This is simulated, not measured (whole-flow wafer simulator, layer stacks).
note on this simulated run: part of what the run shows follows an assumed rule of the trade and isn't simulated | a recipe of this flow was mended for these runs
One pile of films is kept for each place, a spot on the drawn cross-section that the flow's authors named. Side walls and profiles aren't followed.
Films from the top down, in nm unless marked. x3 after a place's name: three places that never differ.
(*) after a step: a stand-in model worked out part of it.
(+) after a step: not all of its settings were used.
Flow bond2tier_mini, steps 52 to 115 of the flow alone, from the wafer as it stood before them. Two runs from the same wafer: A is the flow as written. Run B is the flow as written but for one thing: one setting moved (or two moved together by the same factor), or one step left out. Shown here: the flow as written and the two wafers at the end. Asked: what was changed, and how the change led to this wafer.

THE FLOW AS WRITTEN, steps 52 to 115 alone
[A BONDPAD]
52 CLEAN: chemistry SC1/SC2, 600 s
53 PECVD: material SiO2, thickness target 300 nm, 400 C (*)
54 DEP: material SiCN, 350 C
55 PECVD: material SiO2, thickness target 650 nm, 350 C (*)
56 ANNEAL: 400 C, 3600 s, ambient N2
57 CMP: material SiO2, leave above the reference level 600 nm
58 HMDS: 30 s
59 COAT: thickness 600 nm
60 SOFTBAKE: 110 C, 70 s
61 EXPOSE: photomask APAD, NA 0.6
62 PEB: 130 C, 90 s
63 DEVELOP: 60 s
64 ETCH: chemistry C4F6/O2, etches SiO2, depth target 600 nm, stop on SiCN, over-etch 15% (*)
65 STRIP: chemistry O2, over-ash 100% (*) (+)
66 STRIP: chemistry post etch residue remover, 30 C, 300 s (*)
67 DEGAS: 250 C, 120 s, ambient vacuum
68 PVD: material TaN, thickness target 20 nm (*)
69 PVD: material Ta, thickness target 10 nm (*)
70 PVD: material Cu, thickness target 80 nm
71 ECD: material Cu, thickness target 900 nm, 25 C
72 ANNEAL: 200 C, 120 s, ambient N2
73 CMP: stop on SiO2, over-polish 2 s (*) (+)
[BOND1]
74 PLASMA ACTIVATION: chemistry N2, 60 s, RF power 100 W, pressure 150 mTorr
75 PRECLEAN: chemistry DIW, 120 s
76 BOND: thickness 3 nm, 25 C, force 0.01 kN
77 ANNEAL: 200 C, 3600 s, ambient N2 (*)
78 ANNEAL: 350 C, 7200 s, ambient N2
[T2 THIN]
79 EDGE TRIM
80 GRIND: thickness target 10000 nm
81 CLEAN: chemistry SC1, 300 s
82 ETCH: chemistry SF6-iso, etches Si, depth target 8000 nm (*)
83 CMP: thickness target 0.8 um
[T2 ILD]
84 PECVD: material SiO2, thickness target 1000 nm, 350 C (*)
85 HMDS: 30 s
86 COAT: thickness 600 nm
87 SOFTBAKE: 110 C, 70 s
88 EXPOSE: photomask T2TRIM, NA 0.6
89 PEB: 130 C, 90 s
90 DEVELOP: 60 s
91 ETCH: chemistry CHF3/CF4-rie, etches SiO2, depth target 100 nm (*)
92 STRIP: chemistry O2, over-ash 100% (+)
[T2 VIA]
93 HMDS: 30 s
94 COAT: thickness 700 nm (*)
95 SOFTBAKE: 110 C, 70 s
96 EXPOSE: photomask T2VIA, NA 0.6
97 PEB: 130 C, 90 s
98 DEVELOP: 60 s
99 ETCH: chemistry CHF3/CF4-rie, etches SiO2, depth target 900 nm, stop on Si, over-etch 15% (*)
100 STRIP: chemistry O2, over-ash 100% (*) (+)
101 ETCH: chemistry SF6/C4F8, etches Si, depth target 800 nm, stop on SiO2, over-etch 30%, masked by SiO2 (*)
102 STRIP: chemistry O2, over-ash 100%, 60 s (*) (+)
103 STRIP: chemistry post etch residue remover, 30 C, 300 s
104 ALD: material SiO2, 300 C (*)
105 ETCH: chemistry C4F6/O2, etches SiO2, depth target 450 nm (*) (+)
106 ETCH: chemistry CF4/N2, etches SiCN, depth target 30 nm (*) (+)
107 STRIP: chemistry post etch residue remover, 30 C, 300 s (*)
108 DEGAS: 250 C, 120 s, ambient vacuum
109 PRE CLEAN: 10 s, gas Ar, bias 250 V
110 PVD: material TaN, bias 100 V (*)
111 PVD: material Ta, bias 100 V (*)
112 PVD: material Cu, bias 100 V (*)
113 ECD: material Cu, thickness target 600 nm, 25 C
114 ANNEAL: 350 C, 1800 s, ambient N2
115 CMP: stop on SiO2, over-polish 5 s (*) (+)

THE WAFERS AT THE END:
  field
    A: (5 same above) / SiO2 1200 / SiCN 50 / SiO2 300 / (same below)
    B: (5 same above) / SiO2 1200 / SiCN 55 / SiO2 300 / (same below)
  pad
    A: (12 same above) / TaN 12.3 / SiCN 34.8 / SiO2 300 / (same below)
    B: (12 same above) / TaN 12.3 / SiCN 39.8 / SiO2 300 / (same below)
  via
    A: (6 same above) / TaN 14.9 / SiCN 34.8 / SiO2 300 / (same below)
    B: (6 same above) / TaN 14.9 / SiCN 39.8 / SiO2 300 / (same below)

The cause: step 54, DEP: 327 C was run, where the flow has 350 C.

How the change led to this, step by step:
  54 DEP: material SiCN, 350 C
      field, pad, via: A SiCN +50 (new film) | B SiCN +55 (new film)
